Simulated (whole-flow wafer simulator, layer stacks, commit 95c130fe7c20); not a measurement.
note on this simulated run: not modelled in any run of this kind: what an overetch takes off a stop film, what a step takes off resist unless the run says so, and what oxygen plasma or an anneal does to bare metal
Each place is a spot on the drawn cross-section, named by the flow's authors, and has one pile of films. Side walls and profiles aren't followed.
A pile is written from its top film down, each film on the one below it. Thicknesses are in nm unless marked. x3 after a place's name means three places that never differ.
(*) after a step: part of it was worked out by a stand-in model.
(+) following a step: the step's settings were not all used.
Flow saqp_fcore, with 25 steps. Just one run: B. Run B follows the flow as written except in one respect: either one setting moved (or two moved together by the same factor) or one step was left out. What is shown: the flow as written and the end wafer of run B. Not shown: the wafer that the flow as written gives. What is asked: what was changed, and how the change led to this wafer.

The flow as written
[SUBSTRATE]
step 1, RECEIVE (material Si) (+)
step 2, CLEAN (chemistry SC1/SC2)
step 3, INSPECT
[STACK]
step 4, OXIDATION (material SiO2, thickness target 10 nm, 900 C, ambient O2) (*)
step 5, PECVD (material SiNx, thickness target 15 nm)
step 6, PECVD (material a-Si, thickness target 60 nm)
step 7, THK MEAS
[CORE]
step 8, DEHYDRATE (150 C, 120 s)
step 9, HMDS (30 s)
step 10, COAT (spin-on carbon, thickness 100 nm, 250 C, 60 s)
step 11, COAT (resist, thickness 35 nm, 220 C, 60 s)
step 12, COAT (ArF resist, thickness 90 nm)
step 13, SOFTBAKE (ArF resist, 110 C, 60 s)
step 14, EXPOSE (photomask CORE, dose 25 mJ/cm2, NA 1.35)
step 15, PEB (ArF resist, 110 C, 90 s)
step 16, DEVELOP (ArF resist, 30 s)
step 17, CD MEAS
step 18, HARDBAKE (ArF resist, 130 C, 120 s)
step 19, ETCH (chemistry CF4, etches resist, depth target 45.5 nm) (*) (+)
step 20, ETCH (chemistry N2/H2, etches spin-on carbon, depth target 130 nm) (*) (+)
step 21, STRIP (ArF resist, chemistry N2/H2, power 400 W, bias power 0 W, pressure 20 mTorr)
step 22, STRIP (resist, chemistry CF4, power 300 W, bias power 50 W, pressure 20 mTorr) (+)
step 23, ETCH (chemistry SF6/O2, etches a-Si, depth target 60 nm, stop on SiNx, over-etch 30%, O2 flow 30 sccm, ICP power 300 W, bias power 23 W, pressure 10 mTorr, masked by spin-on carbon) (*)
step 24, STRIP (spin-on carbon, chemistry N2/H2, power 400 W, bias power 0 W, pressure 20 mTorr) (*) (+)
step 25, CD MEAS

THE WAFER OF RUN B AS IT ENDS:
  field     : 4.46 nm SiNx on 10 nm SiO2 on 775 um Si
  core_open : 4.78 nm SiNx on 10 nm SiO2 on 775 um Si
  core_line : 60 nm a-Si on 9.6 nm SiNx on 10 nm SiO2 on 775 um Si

Cause: step 5, PECVD: thickness target 9.6 nm was run, whereas the flow has thickness target 15 nm.
The wafer lets one read it off: core_line has SiNx 9.6, and step 5 as written asks for 15 nm.

Step by step, how the change led to this:
  step 5, PECVD (material SiNx, thickness target 15 nm)
      field, core_open, core_line: +9.6 SiNx (new film) (in the flow as written it would be: +15 SiNx (new film))
